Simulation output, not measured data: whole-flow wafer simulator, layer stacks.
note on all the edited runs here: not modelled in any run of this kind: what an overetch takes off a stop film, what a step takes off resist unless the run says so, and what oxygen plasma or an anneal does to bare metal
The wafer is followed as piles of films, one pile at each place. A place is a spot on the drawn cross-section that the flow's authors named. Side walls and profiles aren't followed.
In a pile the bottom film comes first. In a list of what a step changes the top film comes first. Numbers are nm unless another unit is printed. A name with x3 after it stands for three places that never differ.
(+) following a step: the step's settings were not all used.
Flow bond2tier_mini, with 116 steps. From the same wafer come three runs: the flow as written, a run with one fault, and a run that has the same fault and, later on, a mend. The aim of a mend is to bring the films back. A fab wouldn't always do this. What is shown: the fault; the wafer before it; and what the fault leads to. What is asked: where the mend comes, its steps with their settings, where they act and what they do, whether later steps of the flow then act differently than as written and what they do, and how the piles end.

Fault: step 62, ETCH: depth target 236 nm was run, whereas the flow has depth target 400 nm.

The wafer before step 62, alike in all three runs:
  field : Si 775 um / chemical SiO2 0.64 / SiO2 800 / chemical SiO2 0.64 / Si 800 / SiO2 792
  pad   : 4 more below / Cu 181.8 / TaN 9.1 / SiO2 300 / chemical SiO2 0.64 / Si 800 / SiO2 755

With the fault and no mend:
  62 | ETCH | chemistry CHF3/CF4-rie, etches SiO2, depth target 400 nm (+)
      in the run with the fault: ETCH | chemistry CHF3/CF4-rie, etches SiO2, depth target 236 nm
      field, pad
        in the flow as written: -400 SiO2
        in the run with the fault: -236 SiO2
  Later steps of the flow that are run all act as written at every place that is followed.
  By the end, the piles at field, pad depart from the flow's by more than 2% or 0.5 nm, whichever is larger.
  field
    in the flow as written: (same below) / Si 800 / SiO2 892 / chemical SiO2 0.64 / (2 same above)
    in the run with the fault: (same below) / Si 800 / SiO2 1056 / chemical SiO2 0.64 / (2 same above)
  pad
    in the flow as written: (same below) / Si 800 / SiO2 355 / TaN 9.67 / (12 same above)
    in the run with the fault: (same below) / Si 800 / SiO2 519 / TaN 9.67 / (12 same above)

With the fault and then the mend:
  The mend follows step 62.
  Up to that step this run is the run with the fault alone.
  62a | ETCH | chemistry CHF3/CF4-rie, etches SiO2, depth target 164 nm (+) (the flow's step 62 again, with other settings)
      field, pad
        -164 SiO2
  Later steps of the flow that are run all act as written at every place that is followed.
  By the end, the piles equal the flow's at every place that both follow.
